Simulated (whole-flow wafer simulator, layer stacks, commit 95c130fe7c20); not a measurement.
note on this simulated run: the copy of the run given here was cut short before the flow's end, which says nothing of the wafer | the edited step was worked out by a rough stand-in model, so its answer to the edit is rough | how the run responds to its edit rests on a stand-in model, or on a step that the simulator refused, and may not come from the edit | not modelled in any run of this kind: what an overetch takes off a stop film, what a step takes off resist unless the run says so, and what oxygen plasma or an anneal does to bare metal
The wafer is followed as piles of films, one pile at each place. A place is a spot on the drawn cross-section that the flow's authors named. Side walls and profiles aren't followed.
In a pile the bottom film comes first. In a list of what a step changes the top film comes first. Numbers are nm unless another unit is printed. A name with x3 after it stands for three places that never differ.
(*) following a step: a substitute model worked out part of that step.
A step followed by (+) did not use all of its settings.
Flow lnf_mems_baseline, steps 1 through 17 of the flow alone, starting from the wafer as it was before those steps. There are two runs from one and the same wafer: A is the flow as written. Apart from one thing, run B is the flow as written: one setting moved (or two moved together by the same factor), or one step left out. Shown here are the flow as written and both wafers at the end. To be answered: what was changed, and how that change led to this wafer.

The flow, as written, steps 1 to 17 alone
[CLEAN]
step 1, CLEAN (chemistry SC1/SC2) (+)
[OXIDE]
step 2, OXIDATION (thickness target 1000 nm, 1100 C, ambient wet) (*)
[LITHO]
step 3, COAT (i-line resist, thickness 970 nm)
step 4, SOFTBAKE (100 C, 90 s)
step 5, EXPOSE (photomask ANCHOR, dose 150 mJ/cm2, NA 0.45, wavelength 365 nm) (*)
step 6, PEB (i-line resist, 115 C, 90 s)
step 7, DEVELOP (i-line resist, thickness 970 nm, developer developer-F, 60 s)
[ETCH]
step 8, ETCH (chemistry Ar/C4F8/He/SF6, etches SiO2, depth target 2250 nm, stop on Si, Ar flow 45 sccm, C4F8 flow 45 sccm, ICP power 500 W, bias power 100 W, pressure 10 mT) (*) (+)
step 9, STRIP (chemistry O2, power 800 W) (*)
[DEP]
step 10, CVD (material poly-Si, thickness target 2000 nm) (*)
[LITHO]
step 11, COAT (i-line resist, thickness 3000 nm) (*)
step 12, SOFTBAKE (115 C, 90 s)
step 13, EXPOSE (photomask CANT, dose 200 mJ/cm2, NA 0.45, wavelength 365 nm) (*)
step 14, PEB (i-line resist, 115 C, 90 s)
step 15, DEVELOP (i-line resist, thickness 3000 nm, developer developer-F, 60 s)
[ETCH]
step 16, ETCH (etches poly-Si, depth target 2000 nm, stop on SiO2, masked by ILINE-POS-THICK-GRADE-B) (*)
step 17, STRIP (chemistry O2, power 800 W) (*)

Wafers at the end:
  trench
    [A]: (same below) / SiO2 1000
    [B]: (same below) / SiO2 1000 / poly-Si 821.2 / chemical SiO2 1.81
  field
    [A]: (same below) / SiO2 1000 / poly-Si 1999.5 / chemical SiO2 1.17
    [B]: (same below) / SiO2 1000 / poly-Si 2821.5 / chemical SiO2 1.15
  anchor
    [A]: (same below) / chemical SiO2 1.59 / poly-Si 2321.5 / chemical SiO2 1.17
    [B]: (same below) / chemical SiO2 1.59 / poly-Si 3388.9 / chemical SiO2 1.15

The reason: step 10, CVD: thickness target 2822 nm was run, though the flow has thickness target 2000 nm.

The path from the change to this, step by step:
  step 10, CVD (material poly-Si, thickness target 2000 nm) (*)
      field, beam, trench, char_slit: A +2000 poly-Si (new film) | B +2822 poly-Si (new film)
      anchor: A +2322 poly-Si (new film) | B +3389.4 poly-Si (new film)
  step 11, COAT (i-line resist, thickness 3000 nm) (*)
      anchor: A +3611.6 i-line resist (new film) | B +3380 i-line resist (new film)
  step 12, SOFTBAKE (115 C, 90 s)
      field: A -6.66 i-line resist | B -5.4 i-line resist
      anchor: A +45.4 i-line resist | B +35.6 i-line resist
      (also at 2 further places)
  step 14, PEB (i-line resist, 115 C, 90 s)
      anchor: A -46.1 i-line resist | B -41.8 i-line resist
  step 16, ETCH (etches poly-Si, depth target 2000 nm, stop on SiO2, masked by ILINE-POS-THICK-GRADE-B) (*)
      trench, char_slit: A -2000 poly-Si (all of it) | B -2000 poly-Si
  step 17, STRIP (chemistry O2, power 800 W) (*)
      trench, char_slit: A nothing | B +1.81 chemical SiO2 (new film), -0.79 poly-Si
      anchor: A +1.17 chemical SiO2 (new film), -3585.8 i-line resist (all of it), -0.52 poly-Si | B +1.15 chemical SiO2 (new film), -3348.6 i-line resist (all of it), -0.51 poly-Si
